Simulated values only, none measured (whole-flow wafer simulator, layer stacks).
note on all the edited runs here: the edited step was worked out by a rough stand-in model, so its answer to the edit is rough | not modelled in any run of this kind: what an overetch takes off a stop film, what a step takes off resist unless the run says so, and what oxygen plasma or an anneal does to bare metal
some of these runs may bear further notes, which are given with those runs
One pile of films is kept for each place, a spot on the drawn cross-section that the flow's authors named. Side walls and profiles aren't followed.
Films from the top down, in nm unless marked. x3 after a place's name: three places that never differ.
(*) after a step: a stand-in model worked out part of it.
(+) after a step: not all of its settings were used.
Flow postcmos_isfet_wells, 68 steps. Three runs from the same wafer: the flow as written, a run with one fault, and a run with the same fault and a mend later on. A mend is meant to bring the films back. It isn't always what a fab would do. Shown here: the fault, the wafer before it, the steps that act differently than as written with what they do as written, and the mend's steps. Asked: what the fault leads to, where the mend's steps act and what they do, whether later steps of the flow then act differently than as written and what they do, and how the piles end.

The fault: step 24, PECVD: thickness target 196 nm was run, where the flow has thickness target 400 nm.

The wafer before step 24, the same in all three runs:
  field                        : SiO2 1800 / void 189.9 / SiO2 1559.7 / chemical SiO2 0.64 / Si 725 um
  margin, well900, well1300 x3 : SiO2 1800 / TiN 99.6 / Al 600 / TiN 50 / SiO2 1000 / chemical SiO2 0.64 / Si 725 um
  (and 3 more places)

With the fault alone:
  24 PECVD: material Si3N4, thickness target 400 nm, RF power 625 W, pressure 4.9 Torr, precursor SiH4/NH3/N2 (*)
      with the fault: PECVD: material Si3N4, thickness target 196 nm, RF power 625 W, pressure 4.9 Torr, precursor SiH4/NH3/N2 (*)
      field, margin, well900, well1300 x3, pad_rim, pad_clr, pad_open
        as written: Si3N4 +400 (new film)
        with the fault: Si3N4 +196 (new film)
  Later steps of the flow that act differently than as written (2 more steps differ only slightly, by at most 2% or 0.5 nm, whichever is larger, and aren't shown):
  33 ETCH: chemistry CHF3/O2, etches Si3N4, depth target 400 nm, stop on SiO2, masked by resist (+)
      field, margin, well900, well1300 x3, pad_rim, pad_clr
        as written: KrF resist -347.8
        with the fault: KrF resist -255.7
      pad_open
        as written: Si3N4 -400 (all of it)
        with the fault: Si3N4 -196 (all of it)
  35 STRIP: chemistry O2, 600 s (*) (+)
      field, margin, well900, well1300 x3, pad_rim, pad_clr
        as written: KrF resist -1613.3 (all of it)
        with the fault: KrF resist -1705.5 (all of it)
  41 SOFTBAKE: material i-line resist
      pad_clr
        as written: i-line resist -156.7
        with the fault: i-line resist -136.4
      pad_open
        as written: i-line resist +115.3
        with the fault: i-line resist +106.2
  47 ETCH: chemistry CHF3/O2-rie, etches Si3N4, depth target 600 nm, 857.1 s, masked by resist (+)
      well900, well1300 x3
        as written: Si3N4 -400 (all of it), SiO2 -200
        with the fault: Si3N4 -196 (all of it), SiO2 -404
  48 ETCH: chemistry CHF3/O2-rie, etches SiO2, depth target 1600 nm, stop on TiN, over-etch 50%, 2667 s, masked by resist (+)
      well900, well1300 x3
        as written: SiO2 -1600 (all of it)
        with the fault: SiO2 -1396 (all of it)
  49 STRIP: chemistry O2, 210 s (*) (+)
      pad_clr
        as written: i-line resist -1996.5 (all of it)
        with the fault: i-line resist -2080.5 (all of it)
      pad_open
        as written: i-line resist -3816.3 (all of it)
        with the fault: i-line resist -3734 (all of it)
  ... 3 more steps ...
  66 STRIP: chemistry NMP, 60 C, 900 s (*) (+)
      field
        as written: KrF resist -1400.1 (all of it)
        with the fault: KrF resist -1496.9 (all of it)
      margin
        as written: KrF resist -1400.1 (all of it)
        with the fault: KrF resist -1496.8 (all of it)
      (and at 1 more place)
  At the end the piles differ from the flow's by more than 2% or 0.5 nm, whichever is larger, at field, margin, pad_rim, pad_clr.
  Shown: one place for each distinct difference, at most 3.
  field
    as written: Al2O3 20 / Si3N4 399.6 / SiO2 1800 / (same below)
    with the fault: Al2O3 20 / Si3N4 195.6 / SiO2 1800 / (same below)
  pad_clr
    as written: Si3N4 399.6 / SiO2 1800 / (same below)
    with the fault: Si3N4 195.6 / SiO2 1800 / (same below)

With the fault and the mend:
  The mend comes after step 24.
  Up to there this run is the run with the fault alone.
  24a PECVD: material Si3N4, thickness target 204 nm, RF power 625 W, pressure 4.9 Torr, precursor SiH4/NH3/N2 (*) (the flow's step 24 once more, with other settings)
      field, margin, well900, well1300 x3, pad_rim, pad_clr, pad_open
        Si3N4 +204
  No later step of the flow acts differently than as written at any place that is followed.
  At the end the piles are the same as the flow's at every place that both follow.
